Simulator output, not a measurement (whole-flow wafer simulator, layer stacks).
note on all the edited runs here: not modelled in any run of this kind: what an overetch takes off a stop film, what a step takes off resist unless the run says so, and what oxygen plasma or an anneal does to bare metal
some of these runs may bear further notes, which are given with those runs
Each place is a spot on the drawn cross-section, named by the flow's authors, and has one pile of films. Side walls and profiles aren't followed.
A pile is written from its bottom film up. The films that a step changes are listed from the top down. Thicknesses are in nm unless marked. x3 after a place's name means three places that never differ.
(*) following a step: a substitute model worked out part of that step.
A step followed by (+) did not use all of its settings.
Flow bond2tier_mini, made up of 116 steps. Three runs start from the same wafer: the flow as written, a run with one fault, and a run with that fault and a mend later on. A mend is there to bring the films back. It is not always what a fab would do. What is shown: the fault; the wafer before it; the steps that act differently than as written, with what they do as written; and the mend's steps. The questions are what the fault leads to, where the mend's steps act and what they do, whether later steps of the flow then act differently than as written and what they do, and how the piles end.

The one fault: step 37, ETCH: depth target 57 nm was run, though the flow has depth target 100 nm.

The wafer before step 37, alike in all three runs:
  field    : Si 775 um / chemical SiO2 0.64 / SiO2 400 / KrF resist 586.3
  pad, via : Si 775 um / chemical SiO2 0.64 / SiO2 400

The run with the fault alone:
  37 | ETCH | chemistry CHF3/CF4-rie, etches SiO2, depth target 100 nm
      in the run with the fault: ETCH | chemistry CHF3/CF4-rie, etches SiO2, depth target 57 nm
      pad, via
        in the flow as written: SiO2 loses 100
        in the run with the fault: SiO2 loses 57
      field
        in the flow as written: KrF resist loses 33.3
        in the run with the fault: KrF resist loses 19
  Steps later in the flow that act otherwise than as written (1 more step, not shown, differs only slightly: by at most 2% or 0.5 nm, whichever is larger):
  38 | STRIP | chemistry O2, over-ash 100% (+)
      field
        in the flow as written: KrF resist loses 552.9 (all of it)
        in the run with the fault: KrF resist loses 567.3 (all of it)
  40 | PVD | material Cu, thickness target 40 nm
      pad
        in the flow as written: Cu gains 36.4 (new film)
        in the run with the fault: Cu gains 37.9 (new film)
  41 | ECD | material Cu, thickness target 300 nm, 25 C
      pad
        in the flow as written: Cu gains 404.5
        in the run with the fault: Cu gains 359.6
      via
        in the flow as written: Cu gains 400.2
        in the run with the fault: Cu gains 357
  By the end, the piles at pad depart from the flow's by more than 2% or 0.5 nm, whichever is larger.
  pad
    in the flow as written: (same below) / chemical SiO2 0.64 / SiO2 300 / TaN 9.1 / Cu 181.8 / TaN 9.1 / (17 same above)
    in the run with the fault: (same below) / chemical SiO2 0.64 / SiO2 343 / TaN 9.48 / Cu 138.4 / TaN 9.1 / (17 same above)

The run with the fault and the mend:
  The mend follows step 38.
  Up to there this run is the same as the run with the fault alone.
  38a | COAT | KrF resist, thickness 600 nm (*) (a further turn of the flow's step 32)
      field
        KrF resist gains 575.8 (new film)
      pad
        KrF resist gains 625.2 (new film)
      via
        KrF resist gains 622.1 (new film)
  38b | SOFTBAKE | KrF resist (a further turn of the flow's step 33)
      does not change any film at any place that is followed
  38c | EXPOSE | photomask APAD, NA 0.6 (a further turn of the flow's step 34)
      does not change any film at any place that is followed
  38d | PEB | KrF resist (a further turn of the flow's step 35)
      does not change any film at any place that is followed
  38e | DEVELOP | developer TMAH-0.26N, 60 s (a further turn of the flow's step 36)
      field
        KrF resist loses 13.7
      pad
        KrF resist loses 625.2 (all of it)
      via
        KrF resist loses 622.1 (all of it)
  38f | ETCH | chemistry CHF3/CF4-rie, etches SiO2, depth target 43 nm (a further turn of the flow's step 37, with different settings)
      pad, via
        SiO2 loses 43
      field
        KrF resist loses 14.3
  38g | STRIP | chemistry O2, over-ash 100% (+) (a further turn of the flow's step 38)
      field
        KrF resist loses 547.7 (all of it)
  Later steps of the flow that are run all act as written at every place that is followed.
  At every place that both follow, the piles at the end match the flow's.
